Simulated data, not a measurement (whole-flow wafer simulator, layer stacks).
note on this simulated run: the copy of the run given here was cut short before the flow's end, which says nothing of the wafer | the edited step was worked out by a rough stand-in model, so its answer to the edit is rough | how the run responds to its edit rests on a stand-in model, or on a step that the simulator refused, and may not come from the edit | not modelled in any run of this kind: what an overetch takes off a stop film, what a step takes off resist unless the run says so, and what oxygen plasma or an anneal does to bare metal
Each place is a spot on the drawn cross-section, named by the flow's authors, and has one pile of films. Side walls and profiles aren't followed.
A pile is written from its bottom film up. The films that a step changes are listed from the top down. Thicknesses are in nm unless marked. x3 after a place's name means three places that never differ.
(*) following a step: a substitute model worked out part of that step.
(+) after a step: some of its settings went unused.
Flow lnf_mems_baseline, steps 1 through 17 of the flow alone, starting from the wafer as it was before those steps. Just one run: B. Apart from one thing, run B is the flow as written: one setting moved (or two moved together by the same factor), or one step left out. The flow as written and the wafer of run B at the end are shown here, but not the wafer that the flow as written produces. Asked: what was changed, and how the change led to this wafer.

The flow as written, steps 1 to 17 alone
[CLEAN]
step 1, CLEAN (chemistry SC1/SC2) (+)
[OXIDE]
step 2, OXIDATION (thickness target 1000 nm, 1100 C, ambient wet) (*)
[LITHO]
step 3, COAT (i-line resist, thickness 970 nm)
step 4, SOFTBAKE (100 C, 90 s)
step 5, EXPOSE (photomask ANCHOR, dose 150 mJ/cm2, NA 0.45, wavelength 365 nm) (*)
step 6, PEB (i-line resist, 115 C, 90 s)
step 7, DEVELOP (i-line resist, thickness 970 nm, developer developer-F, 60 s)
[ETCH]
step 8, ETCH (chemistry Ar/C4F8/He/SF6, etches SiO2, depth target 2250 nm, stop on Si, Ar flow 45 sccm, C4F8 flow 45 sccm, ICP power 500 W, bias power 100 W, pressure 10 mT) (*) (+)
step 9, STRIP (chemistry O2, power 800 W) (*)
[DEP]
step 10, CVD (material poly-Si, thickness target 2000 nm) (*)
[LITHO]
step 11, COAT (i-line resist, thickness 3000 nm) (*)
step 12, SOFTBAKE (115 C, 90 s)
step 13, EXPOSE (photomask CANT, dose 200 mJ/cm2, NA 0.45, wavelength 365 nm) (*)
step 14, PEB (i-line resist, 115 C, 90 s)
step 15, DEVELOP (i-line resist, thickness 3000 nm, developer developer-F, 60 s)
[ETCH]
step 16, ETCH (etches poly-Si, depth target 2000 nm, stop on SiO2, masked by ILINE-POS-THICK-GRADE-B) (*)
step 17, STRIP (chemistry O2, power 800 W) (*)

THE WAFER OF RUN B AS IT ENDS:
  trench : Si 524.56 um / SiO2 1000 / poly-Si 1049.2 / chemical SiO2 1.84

The reason: step 16, ETCH: depth target 950 nm was run, while the flow as written has depth target 2000 nm.

Step by step, how the change led to this:
  step 16, ETCH (etches poly-Si, depth target 2000 nm, stop on SiO2, masked by ILINE-POS-THICK-GRADE-B) (*)
      trench, char_slit: -950 poly-Si (it would be, as written: -2000 poly-Si (all of it))
      field, anchor, beam: -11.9 i-line resist (it would be, as written: -25 i-line resist)
  step 17, STRIP (chemistry O2, power 800 W) (*)
      trench, char_slit: +1.84 chemical SiO2 (new film), -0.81 poly-Si (it would be, as written: nothing)
